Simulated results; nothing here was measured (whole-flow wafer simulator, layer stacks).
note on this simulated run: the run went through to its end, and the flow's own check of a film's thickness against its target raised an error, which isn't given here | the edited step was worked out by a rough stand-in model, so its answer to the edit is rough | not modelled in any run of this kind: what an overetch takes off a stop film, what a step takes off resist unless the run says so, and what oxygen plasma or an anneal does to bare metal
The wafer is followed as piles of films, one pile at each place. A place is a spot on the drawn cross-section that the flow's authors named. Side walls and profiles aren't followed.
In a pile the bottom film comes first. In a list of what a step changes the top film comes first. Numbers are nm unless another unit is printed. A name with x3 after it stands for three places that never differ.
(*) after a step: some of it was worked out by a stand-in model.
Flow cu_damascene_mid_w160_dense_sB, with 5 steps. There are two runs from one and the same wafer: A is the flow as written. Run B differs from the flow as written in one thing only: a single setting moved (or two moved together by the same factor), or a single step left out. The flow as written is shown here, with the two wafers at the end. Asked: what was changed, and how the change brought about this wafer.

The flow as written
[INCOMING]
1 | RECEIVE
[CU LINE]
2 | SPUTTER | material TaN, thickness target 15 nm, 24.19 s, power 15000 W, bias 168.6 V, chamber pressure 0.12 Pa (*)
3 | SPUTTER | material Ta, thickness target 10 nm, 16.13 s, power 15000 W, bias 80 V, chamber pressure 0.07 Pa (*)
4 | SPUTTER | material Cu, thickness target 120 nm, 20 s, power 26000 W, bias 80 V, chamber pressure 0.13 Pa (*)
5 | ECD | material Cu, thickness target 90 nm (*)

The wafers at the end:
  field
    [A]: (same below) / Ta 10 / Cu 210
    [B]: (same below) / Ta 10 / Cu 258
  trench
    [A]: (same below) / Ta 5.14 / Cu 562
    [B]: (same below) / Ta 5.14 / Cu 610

Cause: step 4, SPUTTER: thickness target 168 nm was run, whereas the flow has thickness target 120 nm; step 4, SPUTTER: 28 s was run, where the flow has 20 s.

The path from the change to this, step by step:
  4 | SPUTTER | material Cu, thickness target 120 nm, 20 s, power 26000 W, bias 80 V, chamber pressure 0.13 Pa (*)
      field: A Cu gains 120 (new film) | B Cu gains 168 (new film)
      trench: A Cu gains 62 (new film) | B Cu gains 86.8 (new film)
  5 | ECD | material Cu, thickness target 90 nm (*)
      trench: A Cu gains 500 | B Cu gains 523.2
